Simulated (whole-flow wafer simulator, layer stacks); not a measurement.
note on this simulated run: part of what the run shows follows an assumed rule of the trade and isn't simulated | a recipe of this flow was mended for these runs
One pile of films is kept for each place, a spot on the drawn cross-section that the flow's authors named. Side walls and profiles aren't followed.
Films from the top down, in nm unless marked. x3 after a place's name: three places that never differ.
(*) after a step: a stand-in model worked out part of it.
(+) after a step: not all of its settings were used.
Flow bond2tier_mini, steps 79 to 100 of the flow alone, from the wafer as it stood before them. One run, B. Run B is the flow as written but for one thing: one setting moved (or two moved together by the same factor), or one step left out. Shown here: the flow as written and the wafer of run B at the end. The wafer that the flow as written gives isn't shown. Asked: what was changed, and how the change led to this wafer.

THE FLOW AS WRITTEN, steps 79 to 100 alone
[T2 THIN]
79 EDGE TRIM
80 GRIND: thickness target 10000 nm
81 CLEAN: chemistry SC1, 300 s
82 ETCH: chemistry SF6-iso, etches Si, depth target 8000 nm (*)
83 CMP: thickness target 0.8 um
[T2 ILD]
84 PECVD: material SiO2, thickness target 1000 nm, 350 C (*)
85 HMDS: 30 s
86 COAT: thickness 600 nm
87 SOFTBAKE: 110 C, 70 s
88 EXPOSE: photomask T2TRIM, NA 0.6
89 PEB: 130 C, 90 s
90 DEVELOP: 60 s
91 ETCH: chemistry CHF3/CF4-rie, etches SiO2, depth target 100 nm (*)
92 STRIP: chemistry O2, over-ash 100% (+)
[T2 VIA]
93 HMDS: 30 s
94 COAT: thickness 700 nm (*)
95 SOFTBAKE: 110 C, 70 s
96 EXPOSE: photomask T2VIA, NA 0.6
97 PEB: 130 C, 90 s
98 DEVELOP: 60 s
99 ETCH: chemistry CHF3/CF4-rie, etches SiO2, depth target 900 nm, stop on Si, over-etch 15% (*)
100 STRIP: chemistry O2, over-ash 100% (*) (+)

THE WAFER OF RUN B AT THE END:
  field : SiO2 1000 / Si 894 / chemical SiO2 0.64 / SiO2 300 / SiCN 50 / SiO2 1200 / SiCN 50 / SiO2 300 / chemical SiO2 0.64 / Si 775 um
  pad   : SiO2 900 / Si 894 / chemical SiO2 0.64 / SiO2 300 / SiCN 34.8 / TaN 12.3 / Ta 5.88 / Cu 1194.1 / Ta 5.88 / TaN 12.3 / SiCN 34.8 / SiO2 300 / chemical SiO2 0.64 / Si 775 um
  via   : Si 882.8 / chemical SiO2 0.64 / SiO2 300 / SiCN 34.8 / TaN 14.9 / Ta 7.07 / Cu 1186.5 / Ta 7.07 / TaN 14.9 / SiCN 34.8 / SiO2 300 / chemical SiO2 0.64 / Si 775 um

The cause: step 83, CMP: thickness target 0.894 um was run, where the flow has thickness target 0.8 um.

How the change led to this, step by step:
  83 CMP: thickness target 0.8 um
      field, pad, via: Si -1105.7 (as written it would be: Si -1199.7)
